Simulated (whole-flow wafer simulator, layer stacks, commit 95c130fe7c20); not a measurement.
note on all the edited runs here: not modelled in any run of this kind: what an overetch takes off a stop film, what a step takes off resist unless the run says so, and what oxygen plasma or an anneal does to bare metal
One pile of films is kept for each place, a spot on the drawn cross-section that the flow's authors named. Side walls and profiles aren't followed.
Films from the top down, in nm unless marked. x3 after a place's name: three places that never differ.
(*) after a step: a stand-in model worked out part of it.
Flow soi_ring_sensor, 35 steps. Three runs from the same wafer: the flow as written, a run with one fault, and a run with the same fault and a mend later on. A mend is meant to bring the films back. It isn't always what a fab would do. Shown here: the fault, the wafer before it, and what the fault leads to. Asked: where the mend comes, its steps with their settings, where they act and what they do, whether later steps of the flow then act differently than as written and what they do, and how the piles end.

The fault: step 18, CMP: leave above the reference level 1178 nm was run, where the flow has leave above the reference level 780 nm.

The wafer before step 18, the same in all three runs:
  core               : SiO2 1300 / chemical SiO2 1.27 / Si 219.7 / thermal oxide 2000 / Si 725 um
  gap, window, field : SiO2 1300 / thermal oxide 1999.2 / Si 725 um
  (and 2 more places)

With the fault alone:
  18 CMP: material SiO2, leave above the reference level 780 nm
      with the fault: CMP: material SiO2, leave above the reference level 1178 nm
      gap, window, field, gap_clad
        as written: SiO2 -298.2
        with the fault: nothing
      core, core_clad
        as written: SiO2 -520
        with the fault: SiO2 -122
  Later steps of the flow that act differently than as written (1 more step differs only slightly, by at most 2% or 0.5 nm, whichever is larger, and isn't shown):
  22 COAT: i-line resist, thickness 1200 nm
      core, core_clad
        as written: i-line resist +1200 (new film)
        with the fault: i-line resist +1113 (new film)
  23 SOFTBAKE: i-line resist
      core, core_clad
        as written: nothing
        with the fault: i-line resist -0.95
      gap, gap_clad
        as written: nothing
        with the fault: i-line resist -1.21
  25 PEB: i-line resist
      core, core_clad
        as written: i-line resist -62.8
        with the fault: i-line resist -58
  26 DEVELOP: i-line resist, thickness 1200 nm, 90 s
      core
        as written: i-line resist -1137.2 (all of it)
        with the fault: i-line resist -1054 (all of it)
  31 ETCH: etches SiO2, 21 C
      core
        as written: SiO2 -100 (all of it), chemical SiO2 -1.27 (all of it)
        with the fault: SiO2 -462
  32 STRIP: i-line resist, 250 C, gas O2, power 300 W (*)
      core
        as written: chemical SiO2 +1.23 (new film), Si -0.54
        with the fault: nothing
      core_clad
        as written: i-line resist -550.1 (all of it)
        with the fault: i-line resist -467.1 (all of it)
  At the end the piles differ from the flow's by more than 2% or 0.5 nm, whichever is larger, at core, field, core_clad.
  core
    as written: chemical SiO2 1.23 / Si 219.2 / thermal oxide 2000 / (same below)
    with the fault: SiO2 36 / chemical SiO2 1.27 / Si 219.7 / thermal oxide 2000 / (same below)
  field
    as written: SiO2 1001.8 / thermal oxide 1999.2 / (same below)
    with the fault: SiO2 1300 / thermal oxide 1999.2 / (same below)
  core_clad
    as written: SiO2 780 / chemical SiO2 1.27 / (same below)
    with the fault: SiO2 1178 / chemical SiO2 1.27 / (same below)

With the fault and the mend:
  The mend comes after step 27.
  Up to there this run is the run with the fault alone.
  27a STRIP: i-line resist, 250 C, gas O2, power 300 W (*)
      field
        i-line resist -1138.2 (all of it)
      core_clad
        i-line resist -1054 (all of it)
      gap_clad
        i-line resist -1148.9 (all of it)
  27b CMP: material SiO2, leave above the reference level 780 nm (the flow's step 18 once more)
      gap, window, field, gap_clad
        SiO2 -298.2
      core, core_clad
        SiO2 -398
  27c HMDS: 120 C, 60 s (the flow's step 21 once more)
      changes no film at any place that is followed
  27d COAT: i-line resist, thickness 1200 nm (the flow's step 22 once more)
      core, gap, window, field, core_clad, gap_clad
        i-line resist +1200 (new film)
  27e SOFTBAKE: i-line resist (the flow's step 23 once more)
      changes no film at any place that is followed
  27f EXPOSE: photomask WINDOW, dose 101 mJ/cm2, NA 0.5, wavelength 365 nm (*) (the flow's step 24 once more)
      changes no film at any place that is followed
  27g PEB: i-line resist (the flow's step 25 once more)
      core, gap, window, field, core_clad, gap_clad
        i-line resist -62.8
  27h DEVELOP: i-line resist, thickness 1200 nm, 90 s (the flow's step 26 once more)
      core, gap, window
        i-line resist -1137.2 (all of it)
      field, core_clad, gap_clad
        i-line resist -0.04
  No later step of the flow acts differently than as written at any place that is followed.
  At the end the piles are the same as the flow's at every place that both follow.
